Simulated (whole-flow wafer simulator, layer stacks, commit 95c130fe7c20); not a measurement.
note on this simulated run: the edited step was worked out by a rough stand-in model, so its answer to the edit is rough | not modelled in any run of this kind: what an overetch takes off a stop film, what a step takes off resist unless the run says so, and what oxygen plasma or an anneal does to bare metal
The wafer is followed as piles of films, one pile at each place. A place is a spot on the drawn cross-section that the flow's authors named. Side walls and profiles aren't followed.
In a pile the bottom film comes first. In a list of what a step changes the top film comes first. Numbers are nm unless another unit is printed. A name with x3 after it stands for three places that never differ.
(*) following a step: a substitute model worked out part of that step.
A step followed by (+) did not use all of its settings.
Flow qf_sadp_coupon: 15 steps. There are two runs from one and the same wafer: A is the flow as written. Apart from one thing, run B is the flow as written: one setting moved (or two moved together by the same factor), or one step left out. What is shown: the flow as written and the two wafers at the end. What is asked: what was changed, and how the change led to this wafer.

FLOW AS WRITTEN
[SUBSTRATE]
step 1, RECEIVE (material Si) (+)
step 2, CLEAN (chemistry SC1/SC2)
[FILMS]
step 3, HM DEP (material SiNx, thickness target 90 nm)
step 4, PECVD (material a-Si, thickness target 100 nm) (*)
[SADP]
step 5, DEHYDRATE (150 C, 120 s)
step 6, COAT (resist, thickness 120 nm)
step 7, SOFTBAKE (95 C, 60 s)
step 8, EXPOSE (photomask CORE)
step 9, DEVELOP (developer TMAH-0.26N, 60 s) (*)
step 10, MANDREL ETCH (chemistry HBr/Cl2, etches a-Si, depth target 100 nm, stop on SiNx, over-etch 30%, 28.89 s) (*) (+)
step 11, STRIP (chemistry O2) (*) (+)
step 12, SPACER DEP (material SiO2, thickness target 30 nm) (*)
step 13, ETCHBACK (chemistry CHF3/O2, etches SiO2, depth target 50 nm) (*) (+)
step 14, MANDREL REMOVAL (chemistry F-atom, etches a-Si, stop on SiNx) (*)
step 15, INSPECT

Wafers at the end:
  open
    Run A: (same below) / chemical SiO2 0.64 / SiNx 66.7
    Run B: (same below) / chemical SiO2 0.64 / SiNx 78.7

Cause: step 13, ETCHBACK: depth target 37.4 nm was run, while the flow as written has depth target 50 nm.

Step by step, how the change led to this:
  step 13, ETCHBACK (chemistry CHF3/O2, etches SiO2, depth target 50 nm) (*) (+)
      m: A SiO2 loses 30 (all of it), chemical SiO2 loses 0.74 (all of it), a-Si loses 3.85 | B SiO2 loses 30 (all of it), chemical SiO2 loses 0.74 (all of it), a-Si loses 1.33
      open: A SiO2 loses 30 (all of it), SiNx loses 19 | B SiO2 loses 30 (all of it), SiNx loses 7.05
  step 14, MANDREL REMOVAL (chemistry F-atom, etches a-Si, stop on SiNx) (*)
      m: A a-Si loses 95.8 (all of it) | B a-Si loses 98.3 (all of it)
